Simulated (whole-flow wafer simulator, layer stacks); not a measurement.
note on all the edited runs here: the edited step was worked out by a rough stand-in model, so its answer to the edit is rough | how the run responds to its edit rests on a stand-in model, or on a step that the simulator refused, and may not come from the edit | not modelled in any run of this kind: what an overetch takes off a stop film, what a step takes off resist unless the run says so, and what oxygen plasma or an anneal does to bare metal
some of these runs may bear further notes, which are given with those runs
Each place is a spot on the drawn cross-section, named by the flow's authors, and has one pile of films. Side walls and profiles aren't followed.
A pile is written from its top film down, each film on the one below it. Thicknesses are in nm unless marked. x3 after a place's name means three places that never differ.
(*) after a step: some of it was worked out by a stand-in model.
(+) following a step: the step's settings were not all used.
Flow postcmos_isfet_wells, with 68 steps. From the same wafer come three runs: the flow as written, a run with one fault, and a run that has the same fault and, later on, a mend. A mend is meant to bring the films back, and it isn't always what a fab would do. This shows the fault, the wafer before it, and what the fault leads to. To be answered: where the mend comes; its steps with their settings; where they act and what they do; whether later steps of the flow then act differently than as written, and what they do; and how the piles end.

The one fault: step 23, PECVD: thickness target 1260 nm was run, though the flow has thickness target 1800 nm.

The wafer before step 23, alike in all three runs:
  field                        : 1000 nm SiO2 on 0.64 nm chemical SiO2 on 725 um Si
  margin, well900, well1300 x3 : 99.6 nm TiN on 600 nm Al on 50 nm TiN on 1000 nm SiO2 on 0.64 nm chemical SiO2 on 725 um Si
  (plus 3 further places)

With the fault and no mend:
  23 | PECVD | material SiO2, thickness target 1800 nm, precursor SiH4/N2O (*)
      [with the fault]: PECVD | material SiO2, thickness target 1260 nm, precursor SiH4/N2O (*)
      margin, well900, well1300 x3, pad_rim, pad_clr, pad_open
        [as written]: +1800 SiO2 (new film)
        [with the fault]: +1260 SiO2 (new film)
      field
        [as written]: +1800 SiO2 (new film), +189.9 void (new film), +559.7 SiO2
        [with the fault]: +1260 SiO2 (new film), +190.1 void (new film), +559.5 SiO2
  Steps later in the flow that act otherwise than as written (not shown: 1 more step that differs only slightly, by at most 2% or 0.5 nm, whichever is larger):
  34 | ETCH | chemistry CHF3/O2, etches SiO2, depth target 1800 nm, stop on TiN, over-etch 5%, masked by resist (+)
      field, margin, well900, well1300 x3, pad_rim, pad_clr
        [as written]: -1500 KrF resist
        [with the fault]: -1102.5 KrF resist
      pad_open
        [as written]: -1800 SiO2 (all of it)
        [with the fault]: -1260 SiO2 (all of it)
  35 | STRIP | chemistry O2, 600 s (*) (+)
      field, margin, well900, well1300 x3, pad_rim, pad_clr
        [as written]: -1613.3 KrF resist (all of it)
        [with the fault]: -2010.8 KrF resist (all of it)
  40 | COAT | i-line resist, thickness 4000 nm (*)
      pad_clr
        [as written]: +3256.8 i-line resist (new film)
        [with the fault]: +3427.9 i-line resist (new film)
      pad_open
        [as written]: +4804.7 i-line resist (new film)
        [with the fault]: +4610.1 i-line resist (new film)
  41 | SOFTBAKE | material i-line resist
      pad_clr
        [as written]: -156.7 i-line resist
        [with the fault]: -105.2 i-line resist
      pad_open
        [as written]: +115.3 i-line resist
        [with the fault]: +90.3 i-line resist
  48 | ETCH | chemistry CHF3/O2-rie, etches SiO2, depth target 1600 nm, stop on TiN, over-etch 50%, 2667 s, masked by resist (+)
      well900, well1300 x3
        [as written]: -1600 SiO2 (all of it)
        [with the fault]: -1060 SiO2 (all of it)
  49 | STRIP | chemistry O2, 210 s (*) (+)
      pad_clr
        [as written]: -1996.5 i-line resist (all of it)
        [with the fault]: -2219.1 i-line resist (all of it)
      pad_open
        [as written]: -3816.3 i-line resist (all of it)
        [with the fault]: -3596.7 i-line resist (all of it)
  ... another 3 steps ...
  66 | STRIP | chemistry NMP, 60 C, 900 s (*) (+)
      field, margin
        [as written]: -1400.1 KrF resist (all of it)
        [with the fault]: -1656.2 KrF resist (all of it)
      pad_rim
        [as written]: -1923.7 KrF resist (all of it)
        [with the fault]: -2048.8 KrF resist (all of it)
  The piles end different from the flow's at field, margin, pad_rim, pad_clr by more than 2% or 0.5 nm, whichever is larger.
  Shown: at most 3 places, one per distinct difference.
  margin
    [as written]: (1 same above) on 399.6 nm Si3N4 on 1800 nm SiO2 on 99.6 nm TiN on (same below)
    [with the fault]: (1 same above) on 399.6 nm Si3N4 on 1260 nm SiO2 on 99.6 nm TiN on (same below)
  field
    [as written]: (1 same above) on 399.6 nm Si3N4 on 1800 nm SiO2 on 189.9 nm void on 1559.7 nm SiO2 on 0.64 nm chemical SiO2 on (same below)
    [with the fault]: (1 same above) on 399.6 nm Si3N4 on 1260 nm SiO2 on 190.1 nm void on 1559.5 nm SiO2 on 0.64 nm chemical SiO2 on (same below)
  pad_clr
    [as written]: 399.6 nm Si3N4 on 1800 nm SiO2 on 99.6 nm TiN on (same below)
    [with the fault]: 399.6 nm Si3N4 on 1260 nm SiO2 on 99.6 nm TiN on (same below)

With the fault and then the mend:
  After step 23 comes the mend.
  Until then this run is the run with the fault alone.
  23a | PECVD | material SiO2, thickness target 540 nm, precursor SiH4/N2O (*) (the flow's step 23, run once more with other settings)
      field, margin, well900, well1300 x3, pad_rim, pad_clr, pad_open
        +540 SiO2
  Every later step of the flow that is run acts as written at every place that is followed.
  When the end is reached, the piles differ only a little from the flow's at the places that both follow, at most by 2% or 0.5 nm, whichever is larger.
